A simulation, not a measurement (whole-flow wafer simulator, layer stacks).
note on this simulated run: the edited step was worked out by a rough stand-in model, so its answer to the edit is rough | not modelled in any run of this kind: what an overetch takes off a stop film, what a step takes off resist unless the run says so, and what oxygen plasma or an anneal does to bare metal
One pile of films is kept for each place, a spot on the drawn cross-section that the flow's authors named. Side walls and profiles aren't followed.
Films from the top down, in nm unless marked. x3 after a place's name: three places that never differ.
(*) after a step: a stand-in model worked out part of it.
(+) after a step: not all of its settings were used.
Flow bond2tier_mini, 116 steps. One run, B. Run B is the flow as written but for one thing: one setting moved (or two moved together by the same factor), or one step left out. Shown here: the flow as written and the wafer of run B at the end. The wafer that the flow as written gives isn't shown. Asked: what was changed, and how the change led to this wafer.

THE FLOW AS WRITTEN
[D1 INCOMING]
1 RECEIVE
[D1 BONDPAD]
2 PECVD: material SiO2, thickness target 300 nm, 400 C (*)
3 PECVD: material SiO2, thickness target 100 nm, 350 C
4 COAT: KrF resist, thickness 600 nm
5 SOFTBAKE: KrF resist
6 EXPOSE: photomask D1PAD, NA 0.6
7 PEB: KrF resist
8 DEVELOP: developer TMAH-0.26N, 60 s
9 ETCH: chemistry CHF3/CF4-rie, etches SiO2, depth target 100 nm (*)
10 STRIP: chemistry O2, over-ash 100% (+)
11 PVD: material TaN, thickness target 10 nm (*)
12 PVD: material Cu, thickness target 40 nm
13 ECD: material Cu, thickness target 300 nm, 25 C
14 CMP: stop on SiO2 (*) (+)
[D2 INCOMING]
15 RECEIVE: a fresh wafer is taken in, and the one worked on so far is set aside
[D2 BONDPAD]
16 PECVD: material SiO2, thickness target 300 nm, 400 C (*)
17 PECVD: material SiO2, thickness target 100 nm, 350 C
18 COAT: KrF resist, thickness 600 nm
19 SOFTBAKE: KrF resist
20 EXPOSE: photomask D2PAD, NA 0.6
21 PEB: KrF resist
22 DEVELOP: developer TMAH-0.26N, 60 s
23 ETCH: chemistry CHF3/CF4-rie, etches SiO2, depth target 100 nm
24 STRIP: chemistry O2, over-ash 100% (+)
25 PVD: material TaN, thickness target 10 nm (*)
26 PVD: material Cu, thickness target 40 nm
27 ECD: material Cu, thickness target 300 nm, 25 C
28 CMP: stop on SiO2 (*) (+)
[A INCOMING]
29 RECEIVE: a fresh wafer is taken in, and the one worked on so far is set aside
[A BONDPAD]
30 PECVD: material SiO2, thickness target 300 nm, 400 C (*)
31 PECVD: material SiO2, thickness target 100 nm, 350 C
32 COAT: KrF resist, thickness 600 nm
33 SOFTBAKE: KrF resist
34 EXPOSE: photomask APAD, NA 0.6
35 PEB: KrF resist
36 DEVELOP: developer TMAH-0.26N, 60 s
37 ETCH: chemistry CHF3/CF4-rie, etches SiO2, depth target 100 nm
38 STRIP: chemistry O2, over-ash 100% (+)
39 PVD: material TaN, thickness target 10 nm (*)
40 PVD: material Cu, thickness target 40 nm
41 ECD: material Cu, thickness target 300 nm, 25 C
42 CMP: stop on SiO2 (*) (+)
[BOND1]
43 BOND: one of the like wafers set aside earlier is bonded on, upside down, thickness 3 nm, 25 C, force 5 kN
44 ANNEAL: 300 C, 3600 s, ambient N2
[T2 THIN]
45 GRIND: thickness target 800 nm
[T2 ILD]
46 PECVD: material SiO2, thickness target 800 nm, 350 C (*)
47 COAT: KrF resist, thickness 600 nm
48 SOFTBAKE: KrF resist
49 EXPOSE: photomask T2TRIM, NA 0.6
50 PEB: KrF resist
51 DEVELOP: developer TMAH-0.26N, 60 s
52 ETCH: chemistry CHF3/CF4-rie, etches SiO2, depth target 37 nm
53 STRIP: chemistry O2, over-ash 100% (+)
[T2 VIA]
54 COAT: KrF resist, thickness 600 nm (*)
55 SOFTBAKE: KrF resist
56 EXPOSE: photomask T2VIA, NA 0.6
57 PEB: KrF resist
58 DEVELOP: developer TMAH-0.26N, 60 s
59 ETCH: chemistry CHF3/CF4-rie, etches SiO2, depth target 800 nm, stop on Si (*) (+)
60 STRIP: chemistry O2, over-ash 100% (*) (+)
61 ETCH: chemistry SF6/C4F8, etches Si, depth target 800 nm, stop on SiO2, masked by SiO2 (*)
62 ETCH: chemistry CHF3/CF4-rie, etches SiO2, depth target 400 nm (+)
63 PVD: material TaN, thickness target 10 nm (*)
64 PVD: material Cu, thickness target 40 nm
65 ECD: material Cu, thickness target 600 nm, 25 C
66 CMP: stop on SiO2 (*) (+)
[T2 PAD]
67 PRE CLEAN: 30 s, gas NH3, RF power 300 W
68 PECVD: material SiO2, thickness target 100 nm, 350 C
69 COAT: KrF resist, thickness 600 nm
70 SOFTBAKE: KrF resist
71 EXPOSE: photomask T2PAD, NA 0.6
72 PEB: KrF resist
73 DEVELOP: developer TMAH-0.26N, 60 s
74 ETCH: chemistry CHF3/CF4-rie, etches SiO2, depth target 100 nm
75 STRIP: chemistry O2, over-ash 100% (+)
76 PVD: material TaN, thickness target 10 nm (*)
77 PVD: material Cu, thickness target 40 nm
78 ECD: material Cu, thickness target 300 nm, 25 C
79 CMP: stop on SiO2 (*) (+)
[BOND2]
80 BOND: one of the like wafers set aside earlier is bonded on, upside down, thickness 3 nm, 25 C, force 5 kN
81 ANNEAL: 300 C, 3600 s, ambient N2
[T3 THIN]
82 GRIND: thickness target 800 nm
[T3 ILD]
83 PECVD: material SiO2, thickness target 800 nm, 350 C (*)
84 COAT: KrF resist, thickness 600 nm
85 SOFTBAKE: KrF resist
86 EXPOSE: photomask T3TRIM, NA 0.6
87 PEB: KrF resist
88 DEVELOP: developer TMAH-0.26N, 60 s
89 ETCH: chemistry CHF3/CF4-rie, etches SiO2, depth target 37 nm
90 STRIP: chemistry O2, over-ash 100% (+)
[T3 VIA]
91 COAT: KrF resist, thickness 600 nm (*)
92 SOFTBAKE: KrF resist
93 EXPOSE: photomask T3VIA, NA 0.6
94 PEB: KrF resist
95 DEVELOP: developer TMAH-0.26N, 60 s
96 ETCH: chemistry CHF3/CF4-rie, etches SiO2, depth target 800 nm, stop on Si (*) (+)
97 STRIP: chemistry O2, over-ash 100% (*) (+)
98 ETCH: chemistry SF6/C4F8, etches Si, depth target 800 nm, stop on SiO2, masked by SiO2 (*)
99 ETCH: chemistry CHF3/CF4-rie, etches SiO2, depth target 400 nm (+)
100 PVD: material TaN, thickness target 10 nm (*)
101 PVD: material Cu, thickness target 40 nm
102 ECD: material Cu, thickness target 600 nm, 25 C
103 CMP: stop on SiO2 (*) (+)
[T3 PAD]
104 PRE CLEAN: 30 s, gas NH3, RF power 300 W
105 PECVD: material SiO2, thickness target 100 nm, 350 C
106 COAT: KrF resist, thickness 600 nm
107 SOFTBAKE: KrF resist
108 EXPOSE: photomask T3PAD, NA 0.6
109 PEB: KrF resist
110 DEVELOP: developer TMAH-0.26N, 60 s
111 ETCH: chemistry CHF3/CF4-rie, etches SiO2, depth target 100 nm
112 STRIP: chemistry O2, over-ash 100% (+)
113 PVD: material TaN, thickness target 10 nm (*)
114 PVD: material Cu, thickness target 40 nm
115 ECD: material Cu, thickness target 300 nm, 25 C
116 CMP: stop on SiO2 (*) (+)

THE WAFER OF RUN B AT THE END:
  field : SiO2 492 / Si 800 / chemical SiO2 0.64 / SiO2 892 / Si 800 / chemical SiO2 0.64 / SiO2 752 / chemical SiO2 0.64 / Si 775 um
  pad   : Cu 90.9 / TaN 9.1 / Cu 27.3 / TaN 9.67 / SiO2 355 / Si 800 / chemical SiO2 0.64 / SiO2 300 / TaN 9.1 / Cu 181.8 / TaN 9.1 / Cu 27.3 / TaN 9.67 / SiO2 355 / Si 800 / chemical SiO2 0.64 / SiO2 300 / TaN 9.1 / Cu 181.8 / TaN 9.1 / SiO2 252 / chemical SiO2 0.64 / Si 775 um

The cause: step 30, PECVD: thickness target 252 nm was run, where the flow has thickness target 300 nm.
It can be read off the wafer: pad has SiO2 252, and step 30 as written asks for 300 nm.

How the change led to this, step by step:
  30 PECVD: material SiO2, thickness target 300 nm, 400 C (*)
      field, pad, via: SiO2 +252 (new film) (as written it would be: SiO2 +300 (new film))
